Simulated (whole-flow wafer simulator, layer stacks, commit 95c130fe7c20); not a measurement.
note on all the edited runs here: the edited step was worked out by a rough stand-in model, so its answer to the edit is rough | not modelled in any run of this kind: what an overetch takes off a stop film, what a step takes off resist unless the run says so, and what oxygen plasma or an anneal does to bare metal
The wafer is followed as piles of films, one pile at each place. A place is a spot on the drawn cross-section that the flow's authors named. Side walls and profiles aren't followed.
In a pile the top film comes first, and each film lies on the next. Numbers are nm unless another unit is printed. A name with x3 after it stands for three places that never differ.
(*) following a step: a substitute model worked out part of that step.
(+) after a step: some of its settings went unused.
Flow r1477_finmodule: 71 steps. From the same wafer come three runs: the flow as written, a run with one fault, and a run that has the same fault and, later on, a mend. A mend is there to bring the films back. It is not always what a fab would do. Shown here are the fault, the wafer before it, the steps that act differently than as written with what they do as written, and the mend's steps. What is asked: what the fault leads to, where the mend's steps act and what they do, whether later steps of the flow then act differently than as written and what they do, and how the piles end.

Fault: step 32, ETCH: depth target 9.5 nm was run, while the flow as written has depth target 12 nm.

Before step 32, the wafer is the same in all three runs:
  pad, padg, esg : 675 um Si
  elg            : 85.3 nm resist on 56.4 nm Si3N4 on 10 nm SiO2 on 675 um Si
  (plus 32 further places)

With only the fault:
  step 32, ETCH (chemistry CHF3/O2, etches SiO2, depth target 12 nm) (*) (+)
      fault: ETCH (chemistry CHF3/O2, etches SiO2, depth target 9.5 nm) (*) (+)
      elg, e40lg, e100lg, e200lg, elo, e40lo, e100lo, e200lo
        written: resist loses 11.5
        fault: resist loses 9.1
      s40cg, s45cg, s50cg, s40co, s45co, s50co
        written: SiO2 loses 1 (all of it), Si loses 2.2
        fault: SiO2 loses 1 (all of it), Si loses 1.7
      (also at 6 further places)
  Later steps of the flow acting differently than as written (3 other steps are not shown; they differ only slightly, by no more than 2% or 0.5 nm, whichever is larger):
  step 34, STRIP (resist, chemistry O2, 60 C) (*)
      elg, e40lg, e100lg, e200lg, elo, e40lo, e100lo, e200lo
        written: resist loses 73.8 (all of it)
        fault: resist loses 76.2 (all of it)
  The piles end only slightly different from the flow's at the places that both follow, by no more than 2% or 0.5 nm, whichever is larger.

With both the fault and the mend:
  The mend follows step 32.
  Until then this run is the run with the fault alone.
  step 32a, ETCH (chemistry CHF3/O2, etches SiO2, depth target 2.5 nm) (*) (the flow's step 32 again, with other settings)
      pad, padg, e40sg and 11 more
        Si loses 0.5
      elg, e40lg, e100lg, e200lg, elo, e40lo, e100lo, e200lo
        resist loses 2.4
      s40sg_line, s45sg_line, s50sg_line, s40so_line, s45so_line, s50so_line
        SiO2 loses 2.5
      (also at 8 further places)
  Every later step of the flow that is run acts as written, at every place that is followed, to within 2% or 0.5 nm, whichever is larger.
  The piles end only slightly different from the flow's at the places that both follow, by no more than 2% or 0.5 nm, whichever is larger.
